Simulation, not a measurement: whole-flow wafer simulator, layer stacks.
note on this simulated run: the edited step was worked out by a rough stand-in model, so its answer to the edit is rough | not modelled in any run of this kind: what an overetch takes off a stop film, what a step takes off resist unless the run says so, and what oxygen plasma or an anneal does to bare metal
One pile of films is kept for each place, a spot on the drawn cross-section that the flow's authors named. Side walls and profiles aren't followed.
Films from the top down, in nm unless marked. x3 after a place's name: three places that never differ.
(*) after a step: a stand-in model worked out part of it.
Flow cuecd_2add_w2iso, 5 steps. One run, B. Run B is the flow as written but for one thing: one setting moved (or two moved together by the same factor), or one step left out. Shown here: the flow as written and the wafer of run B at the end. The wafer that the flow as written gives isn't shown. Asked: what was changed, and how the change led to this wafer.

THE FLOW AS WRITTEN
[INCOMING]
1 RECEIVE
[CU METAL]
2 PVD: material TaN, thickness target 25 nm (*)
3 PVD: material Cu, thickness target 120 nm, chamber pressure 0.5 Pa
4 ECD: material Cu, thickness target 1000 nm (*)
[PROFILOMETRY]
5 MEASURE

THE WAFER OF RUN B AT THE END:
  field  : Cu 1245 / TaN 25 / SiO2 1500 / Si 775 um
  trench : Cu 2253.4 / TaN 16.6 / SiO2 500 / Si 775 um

The cause: step 4, ECD: thickness target 1125 nm was run, where the flow has thickness target 1000 nm.

How the change led to this, step by step:
  4 ECD: material Cu, thickness target 1000 nm (*)
      field: Cu +1125 (as written it would be: Cu +1000)
      trench: Cu +2172.6 (as written it would be: Cu +2047.6)
